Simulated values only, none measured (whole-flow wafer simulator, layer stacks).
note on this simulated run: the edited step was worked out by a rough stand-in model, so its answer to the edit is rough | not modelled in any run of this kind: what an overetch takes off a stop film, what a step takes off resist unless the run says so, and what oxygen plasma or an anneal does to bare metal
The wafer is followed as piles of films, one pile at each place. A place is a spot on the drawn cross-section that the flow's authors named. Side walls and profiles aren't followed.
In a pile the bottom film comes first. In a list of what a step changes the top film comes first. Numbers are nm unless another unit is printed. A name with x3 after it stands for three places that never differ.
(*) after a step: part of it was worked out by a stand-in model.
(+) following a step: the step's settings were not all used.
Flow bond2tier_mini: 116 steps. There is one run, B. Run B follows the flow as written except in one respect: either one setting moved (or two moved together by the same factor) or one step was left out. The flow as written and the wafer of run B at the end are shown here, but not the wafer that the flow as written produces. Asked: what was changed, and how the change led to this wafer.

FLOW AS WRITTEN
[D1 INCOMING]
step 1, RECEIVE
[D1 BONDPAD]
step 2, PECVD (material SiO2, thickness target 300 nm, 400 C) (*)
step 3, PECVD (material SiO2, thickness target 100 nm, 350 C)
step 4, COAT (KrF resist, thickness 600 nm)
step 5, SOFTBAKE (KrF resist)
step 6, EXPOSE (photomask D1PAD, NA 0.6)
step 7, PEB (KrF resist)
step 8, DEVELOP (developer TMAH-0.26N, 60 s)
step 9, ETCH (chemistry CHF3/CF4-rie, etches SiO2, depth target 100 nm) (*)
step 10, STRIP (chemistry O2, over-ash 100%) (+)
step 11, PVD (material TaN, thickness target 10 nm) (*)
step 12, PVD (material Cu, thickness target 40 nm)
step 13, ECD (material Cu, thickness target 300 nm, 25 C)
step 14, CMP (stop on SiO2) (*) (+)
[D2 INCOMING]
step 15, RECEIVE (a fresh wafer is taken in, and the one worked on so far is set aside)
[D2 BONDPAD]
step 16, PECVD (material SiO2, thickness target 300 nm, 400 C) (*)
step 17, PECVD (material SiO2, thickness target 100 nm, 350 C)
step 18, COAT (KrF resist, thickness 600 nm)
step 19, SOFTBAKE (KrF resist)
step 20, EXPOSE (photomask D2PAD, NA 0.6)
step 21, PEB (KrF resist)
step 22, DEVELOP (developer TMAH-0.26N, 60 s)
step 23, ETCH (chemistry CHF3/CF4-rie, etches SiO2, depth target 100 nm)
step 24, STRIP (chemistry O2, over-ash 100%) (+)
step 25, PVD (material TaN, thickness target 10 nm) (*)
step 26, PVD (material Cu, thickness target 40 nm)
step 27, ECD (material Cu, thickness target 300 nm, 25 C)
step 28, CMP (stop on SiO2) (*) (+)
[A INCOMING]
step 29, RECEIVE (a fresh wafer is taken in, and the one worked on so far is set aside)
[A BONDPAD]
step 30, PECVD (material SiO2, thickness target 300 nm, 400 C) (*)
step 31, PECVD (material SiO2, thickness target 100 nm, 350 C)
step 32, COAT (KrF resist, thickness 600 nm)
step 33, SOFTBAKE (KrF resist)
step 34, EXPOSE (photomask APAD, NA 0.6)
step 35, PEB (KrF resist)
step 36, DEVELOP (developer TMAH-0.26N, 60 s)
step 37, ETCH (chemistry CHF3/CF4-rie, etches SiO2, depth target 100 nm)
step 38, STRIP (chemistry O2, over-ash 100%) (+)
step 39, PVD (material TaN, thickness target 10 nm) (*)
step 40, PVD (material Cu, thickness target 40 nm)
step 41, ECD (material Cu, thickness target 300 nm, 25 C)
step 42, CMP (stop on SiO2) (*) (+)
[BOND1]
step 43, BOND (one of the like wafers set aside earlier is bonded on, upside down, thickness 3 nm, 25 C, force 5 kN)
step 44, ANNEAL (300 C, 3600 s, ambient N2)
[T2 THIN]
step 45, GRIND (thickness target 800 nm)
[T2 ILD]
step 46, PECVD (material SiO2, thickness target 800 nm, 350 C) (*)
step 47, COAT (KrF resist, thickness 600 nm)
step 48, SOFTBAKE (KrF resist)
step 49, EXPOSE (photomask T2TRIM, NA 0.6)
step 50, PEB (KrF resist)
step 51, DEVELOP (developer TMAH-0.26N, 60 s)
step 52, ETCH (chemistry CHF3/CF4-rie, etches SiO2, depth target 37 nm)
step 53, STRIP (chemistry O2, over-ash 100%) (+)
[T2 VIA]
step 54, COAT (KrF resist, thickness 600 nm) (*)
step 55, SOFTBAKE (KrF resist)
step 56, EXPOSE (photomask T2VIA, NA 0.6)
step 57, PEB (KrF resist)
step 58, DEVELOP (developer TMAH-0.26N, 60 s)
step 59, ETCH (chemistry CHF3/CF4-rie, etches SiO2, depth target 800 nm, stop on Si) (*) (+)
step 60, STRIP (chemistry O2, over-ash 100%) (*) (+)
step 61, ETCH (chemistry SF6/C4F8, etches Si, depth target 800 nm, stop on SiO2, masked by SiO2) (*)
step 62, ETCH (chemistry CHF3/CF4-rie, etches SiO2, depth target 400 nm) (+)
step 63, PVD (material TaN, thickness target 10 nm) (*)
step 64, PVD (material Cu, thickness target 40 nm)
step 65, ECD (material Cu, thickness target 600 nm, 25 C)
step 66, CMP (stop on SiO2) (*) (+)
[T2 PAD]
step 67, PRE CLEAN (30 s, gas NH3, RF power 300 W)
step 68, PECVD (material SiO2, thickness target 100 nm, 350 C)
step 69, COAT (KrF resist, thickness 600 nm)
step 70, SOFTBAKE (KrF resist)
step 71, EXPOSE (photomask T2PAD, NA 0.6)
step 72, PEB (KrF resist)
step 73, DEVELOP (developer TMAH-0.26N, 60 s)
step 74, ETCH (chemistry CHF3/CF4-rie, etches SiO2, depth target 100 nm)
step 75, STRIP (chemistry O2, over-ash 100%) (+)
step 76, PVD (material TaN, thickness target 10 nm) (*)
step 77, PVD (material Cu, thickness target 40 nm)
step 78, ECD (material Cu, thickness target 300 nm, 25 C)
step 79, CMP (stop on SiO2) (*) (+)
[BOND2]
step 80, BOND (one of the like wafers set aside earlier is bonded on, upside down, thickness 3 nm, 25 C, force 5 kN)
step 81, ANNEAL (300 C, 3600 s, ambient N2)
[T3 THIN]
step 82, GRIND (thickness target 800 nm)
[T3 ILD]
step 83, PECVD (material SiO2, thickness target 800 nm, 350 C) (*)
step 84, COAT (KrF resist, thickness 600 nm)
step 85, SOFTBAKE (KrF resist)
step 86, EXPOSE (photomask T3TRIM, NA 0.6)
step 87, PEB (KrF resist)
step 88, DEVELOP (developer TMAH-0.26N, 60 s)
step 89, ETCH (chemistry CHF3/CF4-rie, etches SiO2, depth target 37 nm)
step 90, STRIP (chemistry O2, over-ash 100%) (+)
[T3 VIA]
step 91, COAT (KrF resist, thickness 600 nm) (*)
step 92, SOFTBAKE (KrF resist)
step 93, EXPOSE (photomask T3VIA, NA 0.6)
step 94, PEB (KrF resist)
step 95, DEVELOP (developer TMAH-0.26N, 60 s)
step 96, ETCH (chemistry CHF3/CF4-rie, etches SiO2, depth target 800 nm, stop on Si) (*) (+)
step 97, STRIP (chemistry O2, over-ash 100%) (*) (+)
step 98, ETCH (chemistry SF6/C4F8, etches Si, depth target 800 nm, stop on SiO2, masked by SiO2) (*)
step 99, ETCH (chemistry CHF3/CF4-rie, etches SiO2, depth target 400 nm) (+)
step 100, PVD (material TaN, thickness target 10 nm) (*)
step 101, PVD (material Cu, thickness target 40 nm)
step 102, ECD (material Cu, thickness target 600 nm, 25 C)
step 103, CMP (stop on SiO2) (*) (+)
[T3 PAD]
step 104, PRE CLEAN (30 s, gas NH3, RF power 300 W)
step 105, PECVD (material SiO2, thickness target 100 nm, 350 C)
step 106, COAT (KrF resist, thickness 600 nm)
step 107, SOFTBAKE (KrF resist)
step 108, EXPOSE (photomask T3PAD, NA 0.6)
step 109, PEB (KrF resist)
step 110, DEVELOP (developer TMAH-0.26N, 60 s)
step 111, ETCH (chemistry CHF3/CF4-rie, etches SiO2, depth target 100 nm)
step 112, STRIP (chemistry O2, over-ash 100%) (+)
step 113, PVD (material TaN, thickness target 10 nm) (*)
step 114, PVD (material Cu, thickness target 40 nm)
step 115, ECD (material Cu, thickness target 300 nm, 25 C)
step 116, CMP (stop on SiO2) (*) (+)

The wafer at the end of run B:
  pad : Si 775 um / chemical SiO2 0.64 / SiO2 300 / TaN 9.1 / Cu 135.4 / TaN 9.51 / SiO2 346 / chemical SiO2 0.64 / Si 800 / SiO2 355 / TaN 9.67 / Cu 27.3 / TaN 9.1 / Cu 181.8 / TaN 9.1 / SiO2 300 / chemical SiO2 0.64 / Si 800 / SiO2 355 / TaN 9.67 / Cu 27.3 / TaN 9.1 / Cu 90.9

Cause: step 9, ETCH: depth target 54 nm was run, though the flow has depth target 100 nm.

Step by step, how the change led to this:
  step 9, ETCH (chemistry CHF3/CF4-rie, etches SiO2, depth target 100 nm) (*)
      pad, via: SiO2 loses 54 (it would be, as written: SiO2 loses 100)
      field: KrF resist loses 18 (it would be, as written: KrF resist loses 33.3)
  step 10, STRIP (chemistry O2, over-ash 100%) (+)
      field: KrF resist loses 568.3 (all of it) (it would be, as written: KrF resist loses 552.9 (all of it))
  step 12, PVD (material Cu, thickness target 40 nm)
      pad: Cu gains 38 (new film) (it would be, as written: Cu gains 36.4 (new film))
  step 13, ECD (material Cu, thickness target 300 nm, 25 C)
      pad: Cu gains 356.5 (it would be, as written: Cu gains 404.5)
      via: Cu gains 354 (it would be, as written: Cu gains 400.2)
  step 43, BOND (one of the like wafers set aside earlier is bonded on, upside down, thickness 3 nm, 25 C, force 5 kN)
      pad: Si gains 775 um (new film), chemical SiO2 gains 0.64 (new film), SiO2 gains 346 (new film), TaN gains 9.51 (new film), Cu gains 44.5 (it would be, as written: Si gains 775 um (new film), chemical SiO2 gains 0.64 (new film), SiO2 gains 300 (new film), TaN gains 9.1 (new film), Cu gains 90.9)
      via: Si gains 775 um (new film), chemical SiO2 gains 0.64 (new film), SiO2 gains 346 (new film), TaN gains 10 (new film), Cu gains 44 (it would be, as written: Si gains 775 um (new film), chemical SiO2 gains 0.64 (new film), SiO2 gains 300 (new film), TaN gains 9.97 (new film), Cu gains 90)
